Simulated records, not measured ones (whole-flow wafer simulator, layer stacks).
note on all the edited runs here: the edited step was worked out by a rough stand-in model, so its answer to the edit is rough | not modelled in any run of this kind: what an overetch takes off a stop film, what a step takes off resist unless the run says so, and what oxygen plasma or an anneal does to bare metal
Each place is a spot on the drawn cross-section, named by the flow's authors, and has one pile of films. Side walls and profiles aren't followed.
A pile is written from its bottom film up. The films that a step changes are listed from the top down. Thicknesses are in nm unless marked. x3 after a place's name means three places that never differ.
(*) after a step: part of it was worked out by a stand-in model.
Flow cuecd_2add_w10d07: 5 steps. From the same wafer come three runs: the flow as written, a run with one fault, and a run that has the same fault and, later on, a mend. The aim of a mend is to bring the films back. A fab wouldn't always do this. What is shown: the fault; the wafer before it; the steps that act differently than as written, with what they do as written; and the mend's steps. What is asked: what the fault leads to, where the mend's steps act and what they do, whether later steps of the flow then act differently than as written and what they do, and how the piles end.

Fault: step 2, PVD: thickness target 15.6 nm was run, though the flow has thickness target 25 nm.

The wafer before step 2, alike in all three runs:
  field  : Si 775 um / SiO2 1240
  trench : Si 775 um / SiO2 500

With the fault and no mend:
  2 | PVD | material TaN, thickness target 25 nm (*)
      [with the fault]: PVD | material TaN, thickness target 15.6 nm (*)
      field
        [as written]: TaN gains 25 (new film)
        [with the fault]: TaN gains 15.6 (new film)
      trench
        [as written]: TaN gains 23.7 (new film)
        [with the fault]: TaN gains 14.8 (new film)
  Every later step of the flow that is run acts as written at every place that is followed.
  The piles end different from the flow's at field, trench by more than 2% or 0.5 nm, whichever is larger.
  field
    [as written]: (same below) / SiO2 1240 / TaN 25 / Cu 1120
    [with the fault]: (same below) / SiO2 1240 / TaN 15.6 / Cu 1120
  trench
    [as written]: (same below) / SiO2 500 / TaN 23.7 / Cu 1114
    [with the fault]: (same below) / SiO2 500 / TaN 14.8 / Cu 1114

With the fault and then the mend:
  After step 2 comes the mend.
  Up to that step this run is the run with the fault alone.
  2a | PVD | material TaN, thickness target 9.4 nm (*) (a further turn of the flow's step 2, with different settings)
      field
        TaN gains 9.4
      trench
        TaN gains 8.89
  Every later step of the flow that is run acts as written at every place that is followed.
  By the end, the piles equal the flow's at every place that both follow.
